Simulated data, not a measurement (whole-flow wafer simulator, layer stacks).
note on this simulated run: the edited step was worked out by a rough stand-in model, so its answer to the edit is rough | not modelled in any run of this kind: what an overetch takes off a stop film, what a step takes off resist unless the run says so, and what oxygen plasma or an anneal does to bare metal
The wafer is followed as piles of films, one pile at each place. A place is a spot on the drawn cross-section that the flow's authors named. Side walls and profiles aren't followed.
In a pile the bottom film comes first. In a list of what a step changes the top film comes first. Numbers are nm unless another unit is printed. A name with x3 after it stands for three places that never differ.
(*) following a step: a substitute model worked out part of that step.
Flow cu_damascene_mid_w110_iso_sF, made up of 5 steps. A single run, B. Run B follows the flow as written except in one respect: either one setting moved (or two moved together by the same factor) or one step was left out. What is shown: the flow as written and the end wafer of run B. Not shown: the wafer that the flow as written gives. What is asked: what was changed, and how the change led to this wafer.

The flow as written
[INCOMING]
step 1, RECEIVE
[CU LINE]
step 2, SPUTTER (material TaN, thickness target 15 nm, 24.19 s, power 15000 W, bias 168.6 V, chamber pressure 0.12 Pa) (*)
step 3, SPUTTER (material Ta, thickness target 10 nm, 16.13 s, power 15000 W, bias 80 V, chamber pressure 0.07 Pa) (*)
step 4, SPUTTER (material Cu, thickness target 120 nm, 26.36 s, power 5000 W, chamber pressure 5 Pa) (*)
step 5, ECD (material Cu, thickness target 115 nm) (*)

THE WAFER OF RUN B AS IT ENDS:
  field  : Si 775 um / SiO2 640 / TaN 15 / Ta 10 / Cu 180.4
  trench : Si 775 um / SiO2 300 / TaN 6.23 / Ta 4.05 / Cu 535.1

The reason: step 5, ECD: thickness target 60.4 nm was run, though the flow has thickness target 115 nm.

Step by step, how the change led to this:
  step 5, ECD (material Cu, thickness target 115 nm) (*)
      field: Cu gains 60.4 (in the flow as written it would be: Cu gains 115)
      trench: Cu gains 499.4 (in the flow as written it would be: Cu gains 554)
